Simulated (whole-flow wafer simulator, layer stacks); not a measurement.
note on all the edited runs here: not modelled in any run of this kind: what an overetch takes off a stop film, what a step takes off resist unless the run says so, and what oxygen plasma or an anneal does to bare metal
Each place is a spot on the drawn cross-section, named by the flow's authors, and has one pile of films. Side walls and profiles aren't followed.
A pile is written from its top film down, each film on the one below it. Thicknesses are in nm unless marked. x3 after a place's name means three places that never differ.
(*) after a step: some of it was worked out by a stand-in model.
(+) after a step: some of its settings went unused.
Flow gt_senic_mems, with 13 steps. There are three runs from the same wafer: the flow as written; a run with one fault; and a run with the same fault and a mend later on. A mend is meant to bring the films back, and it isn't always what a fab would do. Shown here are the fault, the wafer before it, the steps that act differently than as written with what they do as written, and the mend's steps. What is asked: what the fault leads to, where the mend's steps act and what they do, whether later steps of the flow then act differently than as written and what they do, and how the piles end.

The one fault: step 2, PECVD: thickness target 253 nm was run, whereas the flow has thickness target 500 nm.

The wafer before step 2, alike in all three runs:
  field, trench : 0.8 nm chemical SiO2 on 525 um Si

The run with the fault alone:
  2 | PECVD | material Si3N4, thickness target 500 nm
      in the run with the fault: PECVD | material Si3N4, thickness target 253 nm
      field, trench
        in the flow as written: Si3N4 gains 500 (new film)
        in the run with the fault: Si3N4 gains 253 (new film)
  Steps later in the flow that act otherwise than as written (not shown: 2 more steps that differ only slightly, by at most 2% or 0.5 nm, whichever is larger):
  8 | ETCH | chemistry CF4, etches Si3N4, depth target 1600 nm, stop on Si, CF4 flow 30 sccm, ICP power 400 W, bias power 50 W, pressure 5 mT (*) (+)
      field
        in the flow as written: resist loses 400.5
        in the run with the fault: resist loses 235.9
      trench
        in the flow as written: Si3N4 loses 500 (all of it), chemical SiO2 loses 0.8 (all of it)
        in the run with the fault: Si3N4 loses 253 (all of it), chemical SiO2 loses 0.8 (all of it)
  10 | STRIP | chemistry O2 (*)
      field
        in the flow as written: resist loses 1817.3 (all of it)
        in the run with the fault: resist loses 1982 (all of it)
  The piles end different from the flow's at field by more than 2% or 0.5 nm, whichever is larger.
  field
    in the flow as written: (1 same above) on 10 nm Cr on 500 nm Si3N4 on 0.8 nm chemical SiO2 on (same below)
    in the run with the fault: (1 same above) on 10 nm Cr on 253 nm Si3N4 on 0.8 nm chemical SiO2 on (same below)

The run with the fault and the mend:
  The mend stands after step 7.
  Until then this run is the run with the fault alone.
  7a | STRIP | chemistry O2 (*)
      field
        resist loses 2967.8 (all of it)
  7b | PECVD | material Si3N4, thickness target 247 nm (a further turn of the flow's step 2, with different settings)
      field, trench
        Si3N4 gains 247
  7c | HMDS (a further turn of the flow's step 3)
      does not change any film at any place that is followed
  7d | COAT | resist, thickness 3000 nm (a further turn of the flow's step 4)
      field, trench
        resist gains 3000 (new film)
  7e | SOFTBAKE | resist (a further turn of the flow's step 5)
      does not change any film at any place that is followed
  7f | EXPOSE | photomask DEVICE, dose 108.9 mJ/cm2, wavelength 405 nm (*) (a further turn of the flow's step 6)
      does not change any film at any place that is followed
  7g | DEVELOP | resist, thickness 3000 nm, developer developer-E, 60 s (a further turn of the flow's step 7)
      field
        resist loses 32.2
      trench
        resist loses 3000 (all of it)
  Later steps of the flow that are run all act as written at every place that is followed.
  The piles end the same as the flow's at every place that both follow.
